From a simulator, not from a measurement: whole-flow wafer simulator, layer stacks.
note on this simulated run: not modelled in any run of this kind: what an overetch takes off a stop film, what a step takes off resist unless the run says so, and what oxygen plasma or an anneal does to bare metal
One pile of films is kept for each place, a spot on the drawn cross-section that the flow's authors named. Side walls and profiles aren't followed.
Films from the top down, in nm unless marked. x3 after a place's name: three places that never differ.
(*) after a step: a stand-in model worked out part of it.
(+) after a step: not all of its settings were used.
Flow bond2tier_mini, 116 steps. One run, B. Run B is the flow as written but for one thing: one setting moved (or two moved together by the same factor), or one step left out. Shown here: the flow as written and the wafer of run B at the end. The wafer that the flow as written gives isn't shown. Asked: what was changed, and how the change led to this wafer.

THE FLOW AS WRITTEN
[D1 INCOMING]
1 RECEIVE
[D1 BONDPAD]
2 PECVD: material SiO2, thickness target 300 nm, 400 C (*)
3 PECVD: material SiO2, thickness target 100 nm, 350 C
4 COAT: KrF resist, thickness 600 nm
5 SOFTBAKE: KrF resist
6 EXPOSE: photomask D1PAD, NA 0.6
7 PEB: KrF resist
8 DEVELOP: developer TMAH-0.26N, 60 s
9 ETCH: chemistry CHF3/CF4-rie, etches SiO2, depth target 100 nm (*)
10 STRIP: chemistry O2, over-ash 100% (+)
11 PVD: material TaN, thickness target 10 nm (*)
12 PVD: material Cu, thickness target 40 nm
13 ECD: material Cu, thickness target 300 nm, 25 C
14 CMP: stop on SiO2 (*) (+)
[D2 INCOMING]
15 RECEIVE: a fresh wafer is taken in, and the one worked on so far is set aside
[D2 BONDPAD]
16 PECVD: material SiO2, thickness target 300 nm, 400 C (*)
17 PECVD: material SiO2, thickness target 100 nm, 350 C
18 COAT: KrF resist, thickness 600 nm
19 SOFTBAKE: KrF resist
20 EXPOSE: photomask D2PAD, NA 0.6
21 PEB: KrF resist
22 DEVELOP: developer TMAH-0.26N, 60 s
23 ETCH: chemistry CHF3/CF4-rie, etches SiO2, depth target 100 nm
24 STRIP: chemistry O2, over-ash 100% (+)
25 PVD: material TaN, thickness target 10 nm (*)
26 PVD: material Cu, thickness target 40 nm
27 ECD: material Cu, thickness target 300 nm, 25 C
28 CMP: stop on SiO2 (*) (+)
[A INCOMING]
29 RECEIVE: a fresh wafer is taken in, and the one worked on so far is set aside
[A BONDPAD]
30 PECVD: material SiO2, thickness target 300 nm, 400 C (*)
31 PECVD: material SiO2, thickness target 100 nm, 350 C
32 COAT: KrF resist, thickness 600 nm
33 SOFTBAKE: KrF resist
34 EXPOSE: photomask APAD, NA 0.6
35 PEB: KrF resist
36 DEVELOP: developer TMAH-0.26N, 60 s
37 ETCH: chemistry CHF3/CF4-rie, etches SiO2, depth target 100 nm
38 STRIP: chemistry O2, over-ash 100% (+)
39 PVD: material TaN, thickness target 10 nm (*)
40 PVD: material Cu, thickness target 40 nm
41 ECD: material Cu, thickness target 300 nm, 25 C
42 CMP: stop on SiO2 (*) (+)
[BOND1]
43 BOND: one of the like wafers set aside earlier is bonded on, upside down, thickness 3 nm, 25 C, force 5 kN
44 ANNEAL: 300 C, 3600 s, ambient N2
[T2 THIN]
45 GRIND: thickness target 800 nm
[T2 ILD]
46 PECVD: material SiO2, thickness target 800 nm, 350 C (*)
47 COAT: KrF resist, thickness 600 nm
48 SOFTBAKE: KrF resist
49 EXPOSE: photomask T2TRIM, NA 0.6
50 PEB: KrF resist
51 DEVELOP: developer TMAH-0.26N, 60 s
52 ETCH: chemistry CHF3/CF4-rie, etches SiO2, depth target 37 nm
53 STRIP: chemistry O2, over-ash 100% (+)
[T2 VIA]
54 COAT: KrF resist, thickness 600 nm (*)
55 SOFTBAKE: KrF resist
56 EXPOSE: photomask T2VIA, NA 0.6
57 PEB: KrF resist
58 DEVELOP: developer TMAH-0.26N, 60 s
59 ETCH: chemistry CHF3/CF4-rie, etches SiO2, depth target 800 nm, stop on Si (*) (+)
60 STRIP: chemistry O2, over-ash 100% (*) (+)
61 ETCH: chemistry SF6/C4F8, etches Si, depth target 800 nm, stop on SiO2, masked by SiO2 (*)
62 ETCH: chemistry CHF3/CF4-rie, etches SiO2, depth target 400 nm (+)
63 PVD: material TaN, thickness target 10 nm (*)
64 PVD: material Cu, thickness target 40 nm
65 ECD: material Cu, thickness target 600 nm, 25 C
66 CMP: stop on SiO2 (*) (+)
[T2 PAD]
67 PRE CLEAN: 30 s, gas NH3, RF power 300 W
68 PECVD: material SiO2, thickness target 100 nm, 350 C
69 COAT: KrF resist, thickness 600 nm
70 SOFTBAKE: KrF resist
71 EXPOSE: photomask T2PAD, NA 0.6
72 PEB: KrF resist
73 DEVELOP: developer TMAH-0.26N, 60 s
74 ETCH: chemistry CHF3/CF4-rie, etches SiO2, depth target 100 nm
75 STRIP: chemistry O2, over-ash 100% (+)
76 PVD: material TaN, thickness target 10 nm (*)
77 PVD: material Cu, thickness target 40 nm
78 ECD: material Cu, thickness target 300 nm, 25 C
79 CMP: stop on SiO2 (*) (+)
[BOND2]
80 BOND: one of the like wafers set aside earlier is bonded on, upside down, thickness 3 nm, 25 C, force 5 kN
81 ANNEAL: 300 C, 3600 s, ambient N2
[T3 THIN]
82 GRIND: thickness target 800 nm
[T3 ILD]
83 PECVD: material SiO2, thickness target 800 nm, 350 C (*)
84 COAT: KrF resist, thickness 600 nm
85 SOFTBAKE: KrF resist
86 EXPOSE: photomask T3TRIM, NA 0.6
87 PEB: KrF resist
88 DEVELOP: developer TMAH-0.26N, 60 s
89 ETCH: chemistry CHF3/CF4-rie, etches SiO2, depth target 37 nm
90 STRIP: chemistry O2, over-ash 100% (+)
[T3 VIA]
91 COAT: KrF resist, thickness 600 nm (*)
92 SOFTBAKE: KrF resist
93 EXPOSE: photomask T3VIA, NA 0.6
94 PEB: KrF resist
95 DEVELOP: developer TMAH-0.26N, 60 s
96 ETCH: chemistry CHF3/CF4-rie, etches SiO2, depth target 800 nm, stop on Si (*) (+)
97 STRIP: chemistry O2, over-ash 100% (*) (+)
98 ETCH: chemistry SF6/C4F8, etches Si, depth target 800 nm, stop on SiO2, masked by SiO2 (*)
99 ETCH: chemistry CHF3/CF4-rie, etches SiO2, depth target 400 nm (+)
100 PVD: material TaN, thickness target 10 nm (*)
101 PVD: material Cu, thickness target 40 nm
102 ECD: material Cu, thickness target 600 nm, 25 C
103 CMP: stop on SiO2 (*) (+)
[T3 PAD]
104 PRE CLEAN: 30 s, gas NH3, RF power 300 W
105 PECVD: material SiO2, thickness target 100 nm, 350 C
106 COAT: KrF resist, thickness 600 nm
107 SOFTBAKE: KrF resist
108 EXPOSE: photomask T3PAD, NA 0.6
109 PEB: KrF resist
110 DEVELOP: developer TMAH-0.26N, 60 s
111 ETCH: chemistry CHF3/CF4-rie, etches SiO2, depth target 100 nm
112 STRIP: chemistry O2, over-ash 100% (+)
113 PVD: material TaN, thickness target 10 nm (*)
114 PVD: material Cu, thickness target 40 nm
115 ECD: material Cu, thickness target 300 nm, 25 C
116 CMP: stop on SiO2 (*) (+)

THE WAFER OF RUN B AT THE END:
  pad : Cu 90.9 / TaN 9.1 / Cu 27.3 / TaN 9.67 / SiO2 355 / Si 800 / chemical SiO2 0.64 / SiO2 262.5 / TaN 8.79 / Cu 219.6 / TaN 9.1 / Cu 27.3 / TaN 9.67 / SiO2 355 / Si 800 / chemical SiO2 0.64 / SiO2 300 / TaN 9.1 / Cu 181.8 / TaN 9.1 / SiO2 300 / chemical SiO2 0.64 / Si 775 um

The cause: step 23, ETCH: depth target 137.5 nm was run, where the flow has depth target 100 nm.

How the change led to this, step by step:
  23 ETCH: chemistry CHF3/CF4-rie, etches SiO2, depth target 100 nm
      pad, via: SiO2 -137.5 (as written it would be: SiO2 -100)
      field: KrF resist -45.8 (as written it would be: KrF resist -33.3)
  24 STRIP: chemistry O2, over-ash 100% (+)
      field: KrF resist -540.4 (all of it) (as written it would be: KrF resist -552.9 (all of it))
  26 PVD: material Cu, thickness target 40 nm
      pad: Cu +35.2 (new film) (as written it would be: Cu +36.4 (new film))
  27 ECD: material Cu, thickness target 300 nm, 25 C
      pad: Cu +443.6 (as written it would be: Cu +404.5)
      via: Cu +437.9 (as written it would be: Cu +400.2)
  80 BOND: one of the like wafers set aside earlier is bonded on, upside down, thickness 3 nm, 25 C, force 5 kN
      pad: Si +775 um (new film), chemical SiO2 +0.64 (new film), SiO2 +262.5 (new film), TaN +8.79 (new film), Cu +128.7 (as written it would be: Si +775 um (new film), chemical SiO2 +0.64 (new film), SiO2 +300 (new film), TaN +9.1 (new film), Cu +90.9)
